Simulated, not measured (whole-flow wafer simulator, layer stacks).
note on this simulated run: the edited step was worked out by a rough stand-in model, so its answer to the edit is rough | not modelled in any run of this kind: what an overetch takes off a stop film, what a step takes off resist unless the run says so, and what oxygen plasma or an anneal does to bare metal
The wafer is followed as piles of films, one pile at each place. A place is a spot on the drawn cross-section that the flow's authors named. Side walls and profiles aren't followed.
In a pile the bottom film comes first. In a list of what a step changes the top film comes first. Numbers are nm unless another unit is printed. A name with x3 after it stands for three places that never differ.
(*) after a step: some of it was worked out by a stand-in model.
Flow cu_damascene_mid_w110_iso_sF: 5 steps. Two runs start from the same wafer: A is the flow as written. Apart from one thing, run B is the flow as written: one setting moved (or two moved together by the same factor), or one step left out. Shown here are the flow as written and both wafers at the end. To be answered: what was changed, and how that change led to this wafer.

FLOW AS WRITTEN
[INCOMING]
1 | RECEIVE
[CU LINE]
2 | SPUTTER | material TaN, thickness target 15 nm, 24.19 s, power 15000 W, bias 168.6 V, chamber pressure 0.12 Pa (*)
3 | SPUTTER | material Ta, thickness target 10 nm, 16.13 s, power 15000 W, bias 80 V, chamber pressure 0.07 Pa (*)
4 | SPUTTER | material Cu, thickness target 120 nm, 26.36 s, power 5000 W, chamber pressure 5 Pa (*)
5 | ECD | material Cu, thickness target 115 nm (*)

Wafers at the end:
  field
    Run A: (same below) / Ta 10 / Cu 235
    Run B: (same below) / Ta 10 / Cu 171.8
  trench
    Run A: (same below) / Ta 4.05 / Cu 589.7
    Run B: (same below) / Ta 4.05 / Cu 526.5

The reason: step 5, ECD: thickness target 51.8 nm was run, though the flow has thickness target 115 nm.

Step by step, how the change led to this:
  5 | ECD | material Cu, thickness target 115 nm (*)
      field: A Cu gains 115 | B Cu gains 51.8
      trench: A Cu gains 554 | B Cu gains 490.8
